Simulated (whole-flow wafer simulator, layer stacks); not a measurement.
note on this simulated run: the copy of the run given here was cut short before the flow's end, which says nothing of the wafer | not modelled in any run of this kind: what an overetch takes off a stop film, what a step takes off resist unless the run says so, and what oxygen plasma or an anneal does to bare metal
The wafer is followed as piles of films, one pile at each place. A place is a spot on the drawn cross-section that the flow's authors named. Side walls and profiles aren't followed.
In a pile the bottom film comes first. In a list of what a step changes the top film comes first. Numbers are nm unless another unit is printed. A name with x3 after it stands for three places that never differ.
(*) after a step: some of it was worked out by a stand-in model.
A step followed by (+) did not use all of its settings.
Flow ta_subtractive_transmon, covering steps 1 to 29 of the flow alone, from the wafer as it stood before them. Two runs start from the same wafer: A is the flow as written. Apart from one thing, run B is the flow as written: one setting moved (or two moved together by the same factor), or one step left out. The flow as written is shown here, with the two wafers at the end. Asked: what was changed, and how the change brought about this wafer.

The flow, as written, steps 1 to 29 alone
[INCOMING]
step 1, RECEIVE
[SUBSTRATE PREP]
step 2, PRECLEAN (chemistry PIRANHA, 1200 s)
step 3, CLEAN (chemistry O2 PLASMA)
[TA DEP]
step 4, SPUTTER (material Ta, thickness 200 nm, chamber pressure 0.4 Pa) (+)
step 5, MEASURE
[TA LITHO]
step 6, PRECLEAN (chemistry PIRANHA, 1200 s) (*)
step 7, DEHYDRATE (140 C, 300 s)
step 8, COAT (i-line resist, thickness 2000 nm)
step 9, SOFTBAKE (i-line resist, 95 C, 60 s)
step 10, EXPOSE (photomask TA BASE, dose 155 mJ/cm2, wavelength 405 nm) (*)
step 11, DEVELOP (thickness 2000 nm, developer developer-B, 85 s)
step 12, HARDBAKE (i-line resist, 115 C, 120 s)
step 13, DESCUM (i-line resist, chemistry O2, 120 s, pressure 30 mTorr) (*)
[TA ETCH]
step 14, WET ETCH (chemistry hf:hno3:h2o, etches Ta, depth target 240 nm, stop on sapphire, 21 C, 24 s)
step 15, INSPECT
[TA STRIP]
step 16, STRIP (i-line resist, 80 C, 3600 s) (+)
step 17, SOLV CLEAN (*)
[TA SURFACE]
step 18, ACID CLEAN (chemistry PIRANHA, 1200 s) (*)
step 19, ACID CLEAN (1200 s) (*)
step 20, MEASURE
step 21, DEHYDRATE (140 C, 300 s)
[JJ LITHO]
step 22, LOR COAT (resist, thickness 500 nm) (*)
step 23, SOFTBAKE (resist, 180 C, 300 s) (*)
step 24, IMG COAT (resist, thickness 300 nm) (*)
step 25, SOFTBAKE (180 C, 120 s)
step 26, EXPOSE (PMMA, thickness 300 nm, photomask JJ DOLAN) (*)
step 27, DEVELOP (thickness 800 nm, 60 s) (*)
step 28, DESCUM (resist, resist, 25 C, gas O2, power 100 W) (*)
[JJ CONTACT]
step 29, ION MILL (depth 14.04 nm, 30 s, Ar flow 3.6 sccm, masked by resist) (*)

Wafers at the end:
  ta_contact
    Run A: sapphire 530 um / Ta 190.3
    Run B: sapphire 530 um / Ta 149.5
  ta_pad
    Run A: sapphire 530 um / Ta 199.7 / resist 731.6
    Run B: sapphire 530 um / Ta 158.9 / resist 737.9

Cause: step 4, SPUTTER: thickness 159.2 nm was run, whereas the flow has thickness 200 nm.

Step by step, how the change led to this:
  step 4, SPUTTER (material Ta, thickness 200 nm, chamber pressure 0.4 Pa) (+)
      field x2, jj_line, lead, ta_contact, ta_pad: A +200 Ta (new film) | B +159.2 Ta (new film)
  step 14, WET ETCH (chemistry hf:hno3:h2o, etches Ta, depth target 240 nm, stop on sapphire, 21 C, 24 s)
      field x2, jj_line, lead: A -200 Ta (all of it) | B -159.2 Ta (all of it)
  step 22, LOR COAT (resist, thickness 500 nm) (*)
      ta_contact: A +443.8 resist (new film) | B +454.4 resist (new film)
